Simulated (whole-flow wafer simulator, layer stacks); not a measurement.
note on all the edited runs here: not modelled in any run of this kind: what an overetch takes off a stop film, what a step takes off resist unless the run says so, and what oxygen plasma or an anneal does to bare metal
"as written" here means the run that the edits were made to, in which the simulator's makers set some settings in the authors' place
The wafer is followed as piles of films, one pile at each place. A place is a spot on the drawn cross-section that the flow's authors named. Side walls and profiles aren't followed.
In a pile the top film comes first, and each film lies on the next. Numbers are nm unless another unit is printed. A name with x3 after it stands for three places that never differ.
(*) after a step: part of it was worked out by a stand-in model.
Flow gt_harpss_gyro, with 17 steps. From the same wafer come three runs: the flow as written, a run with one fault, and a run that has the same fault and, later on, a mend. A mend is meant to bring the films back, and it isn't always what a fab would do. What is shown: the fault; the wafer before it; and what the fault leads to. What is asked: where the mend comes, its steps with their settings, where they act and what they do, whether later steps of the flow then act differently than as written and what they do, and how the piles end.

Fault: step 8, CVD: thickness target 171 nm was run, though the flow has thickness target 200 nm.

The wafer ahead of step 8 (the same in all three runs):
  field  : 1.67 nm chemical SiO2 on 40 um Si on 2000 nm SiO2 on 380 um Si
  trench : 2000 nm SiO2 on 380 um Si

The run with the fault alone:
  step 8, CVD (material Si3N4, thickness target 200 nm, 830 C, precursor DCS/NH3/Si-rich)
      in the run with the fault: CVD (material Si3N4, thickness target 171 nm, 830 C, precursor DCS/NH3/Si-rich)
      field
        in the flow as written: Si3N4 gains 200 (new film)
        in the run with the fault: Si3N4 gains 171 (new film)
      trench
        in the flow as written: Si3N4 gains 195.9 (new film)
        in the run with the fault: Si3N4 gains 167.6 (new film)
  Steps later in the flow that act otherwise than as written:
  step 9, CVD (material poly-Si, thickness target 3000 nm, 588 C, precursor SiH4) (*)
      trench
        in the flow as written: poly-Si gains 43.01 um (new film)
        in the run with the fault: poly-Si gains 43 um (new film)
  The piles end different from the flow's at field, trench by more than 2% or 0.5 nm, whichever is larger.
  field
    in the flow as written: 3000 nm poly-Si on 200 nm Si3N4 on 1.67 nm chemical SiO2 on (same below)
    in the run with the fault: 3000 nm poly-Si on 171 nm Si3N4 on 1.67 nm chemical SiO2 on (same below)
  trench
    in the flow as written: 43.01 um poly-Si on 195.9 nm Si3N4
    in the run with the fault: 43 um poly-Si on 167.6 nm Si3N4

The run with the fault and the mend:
  The mend stands after step 8.
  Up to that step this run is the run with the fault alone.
  step 8a, ETCH (chemistry h3po4, depth target 196.7 nm)
      field
        Si3N4 loses 171 (all of it)
      trench
        Si3N4 loses 167.6 (all of it)
  step 8b, CLEAN (chemistry SPM) (the flow's step 1 again)
      leaves every film unchanged at each place that is followed
  step 8c, CVD (material Si3N4, thickness target 200 nm, 830 C, precursor DCS/NH3/Si-rich) (the flow's step 8 again)
      field
        Si3N4 gains 200 (new film)
      trench
        Si3N4 gains 195.9 (new film)
  None of the later steps of the flow acts differently than as written at any place that is followed.
  The piles end the same as the flow's at every place that both follow.
